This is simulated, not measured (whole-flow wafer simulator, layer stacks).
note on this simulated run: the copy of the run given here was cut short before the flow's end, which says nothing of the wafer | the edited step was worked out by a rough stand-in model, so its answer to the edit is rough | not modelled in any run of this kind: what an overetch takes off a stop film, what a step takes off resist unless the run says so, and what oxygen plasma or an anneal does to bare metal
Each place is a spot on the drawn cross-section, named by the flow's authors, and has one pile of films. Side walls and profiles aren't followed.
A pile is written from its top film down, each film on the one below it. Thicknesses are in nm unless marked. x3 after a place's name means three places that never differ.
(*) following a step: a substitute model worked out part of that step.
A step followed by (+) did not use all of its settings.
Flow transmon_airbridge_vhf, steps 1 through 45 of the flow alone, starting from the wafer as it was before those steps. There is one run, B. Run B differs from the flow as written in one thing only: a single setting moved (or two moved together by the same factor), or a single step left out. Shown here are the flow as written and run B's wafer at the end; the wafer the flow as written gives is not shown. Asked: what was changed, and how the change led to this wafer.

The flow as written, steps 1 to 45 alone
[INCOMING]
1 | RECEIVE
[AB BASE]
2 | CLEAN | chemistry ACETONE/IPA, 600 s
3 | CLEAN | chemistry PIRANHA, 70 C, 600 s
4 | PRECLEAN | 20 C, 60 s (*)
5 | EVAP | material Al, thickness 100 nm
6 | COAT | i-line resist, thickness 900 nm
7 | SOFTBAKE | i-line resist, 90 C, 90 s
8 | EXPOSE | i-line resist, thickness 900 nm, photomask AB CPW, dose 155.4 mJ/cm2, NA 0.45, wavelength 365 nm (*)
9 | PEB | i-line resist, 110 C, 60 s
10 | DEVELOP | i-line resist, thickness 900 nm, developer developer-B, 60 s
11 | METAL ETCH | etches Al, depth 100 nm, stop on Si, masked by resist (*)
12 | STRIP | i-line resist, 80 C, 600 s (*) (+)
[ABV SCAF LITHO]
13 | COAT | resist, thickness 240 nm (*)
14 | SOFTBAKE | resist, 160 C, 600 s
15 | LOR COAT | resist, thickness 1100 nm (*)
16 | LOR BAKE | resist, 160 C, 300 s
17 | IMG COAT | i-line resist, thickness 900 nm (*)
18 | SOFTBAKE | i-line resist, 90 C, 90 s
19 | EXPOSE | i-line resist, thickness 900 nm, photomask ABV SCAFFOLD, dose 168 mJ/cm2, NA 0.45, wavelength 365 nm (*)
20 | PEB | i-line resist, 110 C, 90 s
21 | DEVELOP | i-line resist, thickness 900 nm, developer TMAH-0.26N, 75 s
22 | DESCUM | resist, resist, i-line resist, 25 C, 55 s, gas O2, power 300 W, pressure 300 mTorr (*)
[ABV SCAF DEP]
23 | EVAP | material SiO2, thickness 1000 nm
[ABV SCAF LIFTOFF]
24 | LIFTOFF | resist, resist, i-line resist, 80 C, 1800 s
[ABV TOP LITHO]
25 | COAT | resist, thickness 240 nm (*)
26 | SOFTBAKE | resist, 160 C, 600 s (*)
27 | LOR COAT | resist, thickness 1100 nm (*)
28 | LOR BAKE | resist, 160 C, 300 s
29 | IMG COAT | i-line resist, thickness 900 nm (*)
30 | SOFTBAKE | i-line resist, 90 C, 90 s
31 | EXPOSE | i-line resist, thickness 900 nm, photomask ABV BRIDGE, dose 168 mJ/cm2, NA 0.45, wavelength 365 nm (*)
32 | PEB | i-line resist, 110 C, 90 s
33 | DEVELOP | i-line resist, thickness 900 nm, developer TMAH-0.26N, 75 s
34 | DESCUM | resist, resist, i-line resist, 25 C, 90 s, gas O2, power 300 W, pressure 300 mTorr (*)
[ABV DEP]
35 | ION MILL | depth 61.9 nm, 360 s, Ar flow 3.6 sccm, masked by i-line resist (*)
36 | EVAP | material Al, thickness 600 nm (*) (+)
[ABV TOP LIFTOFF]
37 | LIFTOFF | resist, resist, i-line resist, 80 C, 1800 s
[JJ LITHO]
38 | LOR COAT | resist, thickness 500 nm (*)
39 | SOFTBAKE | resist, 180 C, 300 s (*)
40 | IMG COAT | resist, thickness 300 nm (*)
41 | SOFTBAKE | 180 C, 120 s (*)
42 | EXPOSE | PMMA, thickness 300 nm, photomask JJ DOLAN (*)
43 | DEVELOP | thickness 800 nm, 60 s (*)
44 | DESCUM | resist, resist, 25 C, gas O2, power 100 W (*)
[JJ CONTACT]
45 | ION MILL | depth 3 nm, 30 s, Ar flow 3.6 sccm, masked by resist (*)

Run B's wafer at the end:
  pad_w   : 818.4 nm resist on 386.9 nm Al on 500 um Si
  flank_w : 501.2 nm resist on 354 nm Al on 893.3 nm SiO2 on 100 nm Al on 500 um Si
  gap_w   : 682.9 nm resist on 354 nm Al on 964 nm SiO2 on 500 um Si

Cause: step 36, EVAP: thickness 354 nm was run, while the flow as written has thickness 600 nm.
One can read it off the wafer: flank_w has Al 354, and step 36 as written asks for 600 nm.

How this came from the change, step by step:
  36 | EVAP | material Al, thickness 600 nm (*) (+)
      field x3, jj_line, ground_far and 10 more: +354 Al (new film) (it would be, as written: +600 Al (new film))
      pad_w, pad_e: +348.8 Al (it would be, as written: +591.2 Al)
  37 | LIFTOFF | resist, resist, i-line resist, 80 C, 1800 s
      field x3, jj_line, trace_open_s x2: -354 Al (all of it), -600 i-line resist (all of it), -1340 resist (all of it) (it would be, as written: -600 Al (all of it), -600 i-line resist (all of it), -1340 resist (all of it))
      margin_s, margin_n: -354 Al (all of it), -318.3 i-line resist (all of it), -992 resist (all of it) (it would be, as written: -600 Al (all of it), -318.3 i-line resist (all of it), -992 resist (all of it))
      (also at 1 further place)
  38 | LOR COAT | resist, thickness 500 nm (*)
      pad_w, pad_e: +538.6 resist (new film) (it would be, as written: +517 resist (new film))
      gap_w, gap_e: +460.7 resist (new film) (it would be, as written: +450.7 resist (new film))
      (also at 4 further places)
  40 | IMG COAT | resist, thickness 300 nm (*)
      pad_w, pad_e: +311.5 resist (it would be, as written: +300.1 resist)
      flank_w, flank_e: +220.4 resist (it would be, as written: +212.1 resist)
      (also at 4 further places)
